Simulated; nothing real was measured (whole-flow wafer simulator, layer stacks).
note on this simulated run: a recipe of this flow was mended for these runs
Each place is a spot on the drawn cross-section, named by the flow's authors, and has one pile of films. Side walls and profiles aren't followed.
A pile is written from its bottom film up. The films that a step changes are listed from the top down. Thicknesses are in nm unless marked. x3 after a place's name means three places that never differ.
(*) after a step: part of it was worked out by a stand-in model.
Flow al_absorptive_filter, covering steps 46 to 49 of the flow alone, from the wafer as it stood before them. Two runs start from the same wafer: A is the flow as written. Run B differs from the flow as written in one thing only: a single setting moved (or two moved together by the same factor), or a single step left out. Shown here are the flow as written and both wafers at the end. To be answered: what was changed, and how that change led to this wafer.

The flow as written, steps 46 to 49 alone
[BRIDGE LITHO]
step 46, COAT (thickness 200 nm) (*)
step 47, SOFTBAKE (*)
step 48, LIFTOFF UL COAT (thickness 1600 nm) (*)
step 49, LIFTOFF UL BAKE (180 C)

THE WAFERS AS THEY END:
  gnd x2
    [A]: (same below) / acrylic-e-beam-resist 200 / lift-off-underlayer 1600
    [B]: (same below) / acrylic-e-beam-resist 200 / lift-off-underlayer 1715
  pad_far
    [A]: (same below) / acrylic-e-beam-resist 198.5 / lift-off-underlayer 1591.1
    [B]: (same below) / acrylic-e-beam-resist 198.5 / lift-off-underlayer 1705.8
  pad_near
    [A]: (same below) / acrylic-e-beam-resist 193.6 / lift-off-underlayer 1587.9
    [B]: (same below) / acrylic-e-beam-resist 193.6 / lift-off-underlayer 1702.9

The reason: step 48, LIFTOFF UL COAT: thickness 1715 nm was run, though the flow has thickness 1600 nm.
The wafer lets one read it off: gnd x2 has lift-off-underlayer 1715, and step 48 as written asks for 1600 nm.

How this came from the change, step by step:
  step 48, LIFTOFF UL COAT (thickness 1600 nm) (*)
      gnd x2, idc_field: A lift-off-underlayer gains 1600 (new film) | B lift-off-underlayer gains 1715 (new film)
      pad_far: A lift-off-underlayer gains 1591.1 (new film) | B lift-off-underlayer gains 1705.8 (new film)
      (also at 10 further places)
